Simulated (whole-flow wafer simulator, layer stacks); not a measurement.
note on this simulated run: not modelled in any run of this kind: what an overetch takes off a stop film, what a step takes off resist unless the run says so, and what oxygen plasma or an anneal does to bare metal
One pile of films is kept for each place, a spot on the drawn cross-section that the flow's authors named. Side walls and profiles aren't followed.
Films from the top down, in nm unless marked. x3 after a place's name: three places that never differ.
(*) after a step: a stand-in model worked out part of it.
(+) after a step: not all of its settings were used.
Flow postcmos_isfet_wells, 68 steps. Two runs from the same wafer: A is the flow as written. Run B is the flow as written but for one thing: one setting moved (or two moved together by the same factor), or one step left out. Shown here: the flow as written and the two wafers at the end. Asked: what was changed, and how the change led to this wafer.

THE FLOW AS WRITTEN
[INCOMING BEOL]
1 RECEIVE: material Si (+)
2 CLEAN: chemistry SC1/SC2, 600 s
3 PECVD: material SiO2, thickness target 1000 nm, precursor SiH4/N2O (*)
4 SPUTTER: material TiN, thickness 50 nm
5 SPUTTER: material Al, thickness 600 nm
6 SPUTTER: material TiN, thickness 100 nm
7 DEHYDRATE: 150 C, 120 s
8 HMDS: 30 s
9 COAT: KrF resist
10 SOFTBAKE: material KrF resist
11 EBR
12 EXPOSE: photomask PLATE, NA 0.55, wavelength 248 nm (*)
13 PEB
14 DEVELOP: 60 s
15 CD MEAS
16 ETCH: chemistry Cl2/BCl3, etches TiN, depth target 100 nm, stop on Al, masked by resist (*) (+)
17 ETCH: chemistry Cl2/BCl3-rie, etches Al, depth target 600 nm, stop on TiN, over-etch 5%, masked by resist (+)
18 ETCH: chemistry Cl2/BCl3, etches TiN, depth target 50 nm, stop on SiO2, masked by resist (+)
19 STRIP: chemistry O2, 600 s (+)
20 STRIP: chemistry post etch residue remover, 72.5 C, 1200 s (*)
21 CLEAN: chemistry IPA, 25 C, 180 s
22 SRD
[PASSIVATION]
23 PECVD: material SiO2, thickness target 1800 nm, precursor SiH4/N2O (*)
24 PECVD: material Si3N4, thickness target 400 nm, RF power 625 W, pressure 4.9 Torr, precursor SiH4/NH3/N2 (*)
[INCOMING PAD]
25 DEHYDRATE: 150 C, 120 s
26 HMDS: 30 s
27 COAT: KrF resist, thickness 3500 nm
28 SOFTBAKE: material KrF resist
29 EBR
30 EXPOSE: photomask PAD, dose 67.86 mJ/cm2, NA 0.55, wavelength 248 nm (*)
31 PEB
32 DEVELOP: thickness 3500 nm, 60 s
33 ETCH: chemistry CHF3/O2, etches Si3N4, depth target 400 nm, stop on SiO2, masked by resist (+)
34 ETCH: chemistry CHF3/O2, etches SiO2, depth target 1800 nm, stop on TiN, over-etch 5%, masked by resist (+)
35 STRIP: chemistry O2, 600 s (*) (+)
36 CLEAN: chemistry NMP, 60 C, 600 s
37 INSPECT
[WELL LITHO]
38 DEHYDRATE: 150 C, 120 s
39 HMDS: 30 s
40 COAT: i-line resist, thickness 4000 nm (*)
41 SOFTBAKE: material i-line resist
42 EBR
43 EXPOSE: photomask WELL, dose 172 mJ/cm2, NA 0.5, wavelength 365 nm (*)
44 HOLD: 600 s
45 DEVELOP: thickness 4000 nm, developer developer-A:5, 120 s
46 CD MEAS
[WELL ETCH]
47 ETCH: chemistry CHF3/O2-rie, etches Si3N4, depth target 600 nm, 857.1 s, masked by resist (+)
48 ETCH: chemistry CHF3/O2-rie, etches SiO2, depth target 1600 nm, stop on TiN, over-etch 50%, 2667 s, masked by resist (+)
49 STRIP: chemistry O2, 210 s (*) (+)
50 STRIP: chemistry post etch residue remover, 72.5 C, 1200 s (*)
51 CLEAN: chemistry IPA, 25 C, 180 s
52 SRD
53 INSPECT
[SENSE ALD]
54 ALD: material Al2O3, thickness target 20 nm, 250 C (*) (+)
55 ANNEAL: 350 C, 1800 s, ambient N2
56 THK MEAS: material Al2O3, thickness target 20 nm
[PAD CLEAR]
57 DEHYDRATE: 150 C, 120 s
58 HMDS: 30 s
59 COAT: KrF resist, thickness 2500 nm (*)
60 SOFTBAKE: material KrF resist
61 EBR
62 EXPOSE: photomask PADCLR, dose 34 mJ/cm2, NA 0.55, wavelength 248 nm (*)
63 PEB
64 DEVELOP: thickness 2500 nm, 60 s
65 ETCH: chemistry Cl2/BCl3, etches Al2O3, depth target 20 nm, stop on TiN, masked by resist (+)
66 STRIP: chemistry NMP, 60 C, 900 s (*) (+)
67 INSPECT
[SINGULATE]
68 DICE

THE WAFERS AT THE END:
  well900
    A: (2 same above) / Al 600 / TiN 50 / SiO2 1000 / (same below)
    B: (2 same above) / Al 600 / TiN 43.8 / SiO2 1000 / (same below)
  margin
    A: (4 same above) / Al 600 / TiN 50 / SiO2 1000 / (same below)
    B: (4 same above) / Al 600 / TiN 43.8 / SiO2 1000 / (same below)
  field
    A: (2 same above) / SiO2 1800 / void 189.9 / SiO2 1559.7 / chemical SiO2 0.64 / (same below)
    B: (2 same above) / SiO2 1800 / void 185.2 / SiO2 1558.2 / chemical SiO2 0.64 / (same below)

The cause: step 4, SPUTTER: thickness 43.8 nm was run, where the flow has thickness 50 nm.
It can be read off the wafer: well900 has TiN 43.8, and step 4 as written asks for 50 nm.

How the change led to this, step by step:
  4 SPUTTER: material TiN, thickness 50 nm
      field, margin, well900, well1300 x3, pad_rim, pad_clr, pad_open: A TiN +50 (new film) | B TiN +43.8 (new film)
  18 ETCH: chemistry Cl2/BCl3, etches TiN, depth target 50 nm, stop on SiO2, masked by resist (+)
      field: A TiN -50 (all of it) | B TiN -43.8 (all of it)
  23 PECVD: material SiO2, thickness target 1800 nm, precursor SiH4/N2O (*)
      field: A SiO2 +1800 (new film), void +189.9 (new film), SiO2 +559.7 | B SiO2 +1800 (new film), void +185.2 (new film), SiO2 +558.2
